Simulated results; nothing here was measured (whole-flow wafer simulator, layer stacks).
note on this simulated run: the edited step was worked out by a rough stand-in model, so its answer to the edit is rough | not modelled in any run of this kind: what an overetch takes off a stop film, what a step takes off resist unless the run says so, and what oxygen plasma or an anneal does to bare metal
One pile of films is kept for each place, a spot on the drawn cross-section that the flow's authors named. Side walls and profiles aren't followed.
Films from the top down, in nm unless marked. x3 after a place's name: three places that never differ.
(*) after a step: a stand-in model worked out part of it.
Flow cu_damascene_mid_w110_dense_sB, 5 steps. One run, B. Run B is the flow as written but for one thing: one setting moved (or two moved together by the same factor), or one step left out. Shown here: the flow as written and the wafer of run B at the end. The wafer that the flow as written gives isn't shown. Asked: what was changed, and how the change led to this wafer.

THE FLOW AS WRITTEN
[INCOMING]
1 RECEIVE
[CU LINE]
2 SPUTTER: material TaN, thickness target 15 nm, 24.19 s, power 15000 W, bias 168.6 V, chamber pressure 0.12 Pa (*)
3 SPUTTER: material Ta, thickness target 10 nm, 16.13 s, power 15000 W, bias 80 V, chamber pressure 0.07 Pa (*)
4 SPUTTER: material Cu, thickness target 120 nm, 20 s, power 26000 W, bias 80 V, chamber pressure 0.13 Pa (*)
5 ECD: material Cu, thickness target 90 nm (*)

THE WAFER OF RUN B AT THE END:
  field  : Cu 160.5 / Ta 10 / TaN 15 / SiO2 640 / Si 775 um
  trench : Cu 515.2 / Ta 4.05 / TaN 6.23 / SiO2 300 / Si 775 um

The cause: step 5, ECD: thickness target 40.5 nm was run, where the flow has thickness target 90 nm.

How the change led to this, step by step:
  5 ECD: material Cu, thickness target 90 nm (*)
      field: Cu +40.5 (as written it would be: Cu +90)
      trench: Cu +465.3 (as written it would be: Cu +514.8)
